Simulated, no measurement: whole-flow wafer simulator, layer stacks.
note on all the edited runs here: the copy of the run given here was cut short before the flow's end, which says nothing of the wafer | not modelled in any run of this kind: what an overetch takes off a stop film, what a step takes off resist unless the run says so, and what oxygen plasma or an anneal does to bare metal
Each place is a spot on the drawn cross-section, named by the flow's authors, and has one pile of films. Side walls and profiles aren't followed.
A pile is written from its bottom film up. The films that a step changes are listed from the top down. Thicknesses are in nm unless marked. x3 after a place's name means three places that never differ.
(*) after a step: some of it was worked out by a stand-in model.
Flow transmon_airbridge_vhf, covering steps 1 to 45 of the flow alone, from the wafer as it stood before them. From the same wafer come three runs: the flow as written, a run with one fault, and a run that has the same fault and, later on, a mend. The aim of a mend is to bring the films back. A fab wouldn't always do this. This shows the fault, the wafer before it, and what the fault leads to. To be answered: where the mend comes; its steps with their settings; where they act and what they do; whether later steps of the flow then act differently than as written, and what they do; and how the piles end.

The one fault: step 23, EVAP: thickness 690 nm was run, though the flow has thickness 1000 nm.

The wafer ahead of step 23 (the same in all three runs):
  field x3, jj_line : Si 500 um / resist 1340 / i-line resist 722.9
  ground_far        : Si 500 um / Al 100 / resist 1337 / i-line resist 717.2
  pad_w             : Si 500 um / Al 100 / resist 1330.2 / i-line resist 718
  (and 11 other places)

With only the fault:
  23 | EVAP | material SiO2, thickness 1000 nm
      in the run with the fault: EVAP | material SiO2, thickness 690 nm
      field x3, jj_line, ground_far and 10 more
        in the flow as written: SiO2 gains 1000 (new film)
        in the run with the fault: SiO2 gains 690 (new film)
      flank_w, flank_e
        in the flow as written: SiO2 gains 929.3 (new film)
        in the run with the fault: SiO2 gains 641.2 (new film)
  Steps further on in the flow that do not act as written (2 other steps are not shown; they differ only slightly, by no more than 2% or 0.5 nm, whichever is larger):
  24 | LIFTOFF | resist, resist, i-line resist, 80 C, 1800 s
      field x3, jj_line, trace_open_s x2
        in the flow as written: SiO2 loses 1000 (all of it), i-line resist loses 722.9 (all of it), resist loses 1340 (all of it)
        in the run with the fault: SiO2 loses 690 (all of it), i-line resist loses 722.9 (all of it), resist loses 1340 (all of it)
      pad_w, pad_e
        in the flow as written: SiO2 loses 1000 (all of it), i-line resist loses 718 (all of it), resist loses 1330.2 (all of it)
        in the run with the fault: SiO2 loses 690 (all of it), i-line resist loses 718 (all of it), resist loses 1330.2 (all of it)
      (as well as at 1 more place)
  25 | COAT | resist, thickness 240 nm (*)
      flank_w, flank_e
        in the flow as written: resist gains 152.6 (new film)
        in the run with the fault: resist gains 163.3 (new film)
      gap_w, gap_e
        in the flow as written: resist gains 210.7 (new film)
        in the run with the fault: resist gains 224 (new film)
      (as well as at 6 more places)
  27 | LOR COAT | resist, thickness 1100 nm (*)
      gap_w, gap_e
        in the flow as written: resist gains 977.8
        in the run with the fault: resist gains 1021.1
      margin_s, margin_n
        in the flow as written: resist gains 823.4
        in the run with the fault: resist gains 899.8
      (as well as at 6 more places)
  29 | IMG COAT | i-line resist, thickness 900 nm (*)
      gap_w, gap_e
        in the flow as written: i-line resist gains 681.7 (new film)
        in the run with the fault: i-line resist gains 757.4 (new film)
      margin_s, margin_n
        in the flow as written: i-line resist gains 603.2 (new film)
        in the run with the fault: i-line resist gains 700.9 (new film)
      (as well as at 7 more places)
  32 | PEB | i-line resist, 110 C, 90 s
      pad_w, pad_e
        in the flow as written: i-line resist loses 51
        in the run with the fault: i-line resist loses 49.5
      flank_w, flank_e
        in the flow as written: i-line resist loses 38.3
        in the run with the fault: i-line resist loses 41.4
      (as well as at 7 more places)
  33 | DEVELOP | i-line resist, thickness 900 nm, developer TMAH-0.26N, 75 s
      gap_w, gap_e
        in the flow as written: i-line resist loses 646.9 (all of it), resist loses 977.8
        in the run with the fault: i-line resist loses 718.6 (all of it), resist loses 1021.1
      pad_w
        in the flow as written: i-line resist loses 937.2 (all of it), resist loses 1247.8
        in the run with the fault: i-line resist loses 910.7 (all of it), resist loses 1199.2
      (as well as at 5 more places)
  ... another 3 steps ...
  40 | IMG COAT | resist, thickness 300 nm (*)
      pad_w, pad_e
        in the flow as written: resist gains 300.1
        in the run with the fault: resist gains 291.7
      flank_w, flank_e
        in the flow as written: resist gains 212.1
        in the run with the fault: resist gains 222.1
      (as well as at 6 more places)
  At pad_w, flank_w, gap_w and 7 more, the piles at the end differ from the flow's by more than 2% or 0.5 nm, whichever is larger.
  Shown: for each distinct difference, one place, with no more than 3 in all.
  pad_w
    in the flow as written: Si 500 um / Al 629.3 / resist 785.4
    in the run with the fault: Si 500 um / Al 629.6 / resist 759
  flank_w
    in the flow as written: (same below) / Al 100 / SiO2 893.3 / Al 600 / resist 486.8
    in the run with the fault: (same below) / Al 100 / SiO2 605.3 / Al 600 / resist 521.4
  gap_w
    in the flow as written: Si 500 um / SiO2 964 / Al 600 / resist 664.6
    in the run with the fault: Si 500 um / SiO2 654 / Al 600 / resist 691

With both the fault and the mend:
  The mend stands after step 23.
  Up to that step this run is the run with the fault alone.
  23a | EVAP | material SiO2, thickness 310 nm (a further turn of the flow's step 23, with different settings)
      field x3, jj_line, ground_far and 10 more
        SiO2 gains 310
      flank_w, flank_e
        SiO2 gains 288.4
  Every later step of the flow that is run acts as written, at every place that is followed, to within 2% or 0.5 nm, whichever is larger.
  At the end the piles are close to the flow's at the places that both follow, differing by at most 2% or 0.5 nm, whichever is larger.
